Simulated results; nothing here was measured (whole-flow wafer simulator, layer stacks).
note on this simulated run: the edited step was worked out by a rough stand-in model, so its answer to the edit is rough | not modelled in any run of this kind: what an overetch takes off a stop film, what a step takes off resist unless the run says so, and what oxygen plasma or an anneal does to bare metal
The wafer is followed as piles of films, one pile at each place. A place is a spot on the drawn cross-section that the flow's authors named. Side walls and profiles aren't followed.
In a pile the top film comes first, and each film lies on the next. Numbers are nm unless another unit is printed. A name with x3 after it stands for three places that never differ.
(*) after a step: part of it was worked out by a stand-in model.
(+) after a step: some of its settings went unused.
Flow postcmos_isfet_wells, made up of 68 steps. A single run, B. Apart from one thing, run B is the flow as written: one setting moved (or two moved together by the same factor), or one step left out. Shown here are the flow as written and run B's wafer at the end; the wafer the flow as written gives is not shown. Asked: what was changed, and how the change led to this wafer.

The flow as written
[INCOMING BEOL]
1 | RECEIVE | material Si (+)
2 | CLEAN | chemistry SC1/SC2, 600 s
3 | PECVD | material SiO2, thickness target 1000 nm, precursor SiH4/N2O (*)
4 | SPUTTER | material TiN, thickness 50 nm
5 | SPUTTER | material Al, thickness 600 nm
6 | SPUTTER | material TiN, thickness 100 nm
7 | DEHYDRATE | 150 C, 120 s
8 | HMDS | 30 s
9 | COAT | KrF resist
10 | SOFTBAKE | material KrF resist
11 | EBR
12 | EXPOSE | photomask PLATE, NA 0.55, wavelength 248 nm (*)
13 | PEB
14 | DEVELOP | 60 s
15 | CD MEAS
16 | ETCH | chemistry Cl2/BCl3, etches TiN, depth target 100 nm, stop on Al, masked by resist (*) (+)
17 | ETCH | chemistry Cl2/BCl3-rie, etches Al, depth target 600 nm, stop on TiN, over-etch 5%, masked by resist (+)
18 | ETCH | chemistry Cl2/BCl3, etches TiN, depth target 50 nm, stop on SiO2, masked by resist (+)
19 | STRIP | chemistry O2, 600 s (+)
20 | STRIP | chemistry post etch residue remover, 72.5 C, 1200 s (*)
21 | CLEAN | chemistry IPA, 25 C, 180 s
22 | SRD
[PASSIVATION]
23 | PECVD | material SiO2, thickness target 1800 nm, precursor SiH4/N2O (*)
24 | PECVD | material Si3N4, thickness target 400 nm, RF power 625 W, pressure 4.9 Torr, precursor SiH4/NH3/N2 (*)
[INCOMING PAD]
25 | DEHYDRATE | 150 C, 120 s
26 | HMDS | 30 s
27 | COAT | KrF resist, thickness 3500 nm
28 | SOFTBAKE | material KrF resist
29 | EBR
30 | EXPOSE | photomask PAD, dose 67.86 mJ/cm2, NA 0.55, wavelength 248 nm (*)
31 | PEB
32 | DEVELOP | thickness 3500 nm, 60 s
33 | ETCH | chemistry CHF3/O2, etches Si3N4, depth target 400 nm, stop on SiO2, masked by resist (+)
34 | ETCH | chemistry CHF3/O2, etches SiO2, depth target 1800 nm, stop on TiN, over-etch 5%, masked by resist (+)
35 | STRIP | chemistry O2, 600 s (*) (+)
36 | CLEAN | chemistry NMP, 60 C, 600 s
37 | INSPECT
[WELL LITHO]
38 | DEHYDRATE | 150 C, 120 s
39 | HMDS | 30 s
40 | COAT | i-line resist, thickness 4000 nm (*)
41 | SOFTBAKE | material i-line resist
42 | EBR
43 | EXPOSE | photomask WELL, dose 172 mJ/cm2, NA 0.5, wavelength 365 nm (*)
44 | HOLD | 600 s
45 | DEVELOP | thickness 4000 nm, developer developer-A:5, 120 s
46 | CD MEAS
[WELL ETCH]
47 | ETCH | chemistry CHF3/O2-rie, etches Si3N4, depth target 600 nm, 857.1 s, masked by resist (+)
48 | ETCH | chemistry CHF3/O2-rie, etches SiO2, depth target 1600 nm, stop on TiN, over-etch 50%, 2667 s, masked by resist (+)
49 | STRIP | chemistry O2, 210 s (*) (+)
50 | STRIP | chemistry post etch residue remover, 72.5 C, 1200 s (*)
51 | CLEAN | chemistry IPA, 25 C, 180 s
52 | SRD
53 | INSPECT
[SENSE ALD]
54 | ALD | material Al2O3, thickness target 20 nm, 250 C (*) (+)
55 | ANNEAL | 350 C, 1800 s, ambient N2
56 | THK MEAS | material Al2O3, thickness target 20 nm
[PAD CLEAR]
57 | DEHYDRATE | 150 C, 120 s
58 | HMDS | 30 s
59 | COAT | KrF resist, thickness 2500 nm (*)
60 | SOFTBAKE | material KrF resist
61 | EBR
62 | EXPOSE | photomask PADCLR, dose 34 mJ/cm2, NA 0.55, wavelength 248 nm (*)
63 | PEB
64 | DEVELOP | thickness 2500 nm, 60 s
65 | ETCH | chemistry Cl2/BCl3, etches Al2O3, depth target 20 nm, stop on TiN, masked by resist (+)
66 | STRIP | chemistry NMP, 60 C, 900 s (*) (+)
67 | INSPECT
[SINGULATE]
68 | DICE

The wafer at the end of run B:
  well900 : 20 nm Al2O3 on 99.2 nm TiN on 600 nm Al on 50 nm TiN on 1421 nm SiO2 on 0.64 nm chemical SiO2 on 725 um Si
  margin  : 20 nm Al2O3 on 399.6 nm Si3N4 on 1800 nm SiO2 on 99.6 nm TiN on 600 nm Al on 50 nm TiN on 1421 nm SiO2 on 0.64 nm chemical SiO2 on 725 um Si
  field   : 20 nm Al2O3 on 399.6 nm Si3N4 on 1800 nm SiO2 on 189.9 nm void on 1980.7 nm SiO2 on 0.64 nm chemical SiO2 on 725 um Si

The reason: step 3, PECVD: thickness target 1421 nm was run, while the flow as written has thickness target 1000 nm.
The wafer lets one read it off: well900 has SiO2 1421, and step 3 as written asks for 1000 nm.

Step by step, how the change led to this:
  3 | PECVD | material SiO2, thickness target 1000 nm, precursor SiH4/N2O (*)
      field, margin, well900, well1300 x3, pad_rim, pad_clr, pad_open: +1421 SiO2 (new film) (as written it would have been: +1000 SiO2 (new film))
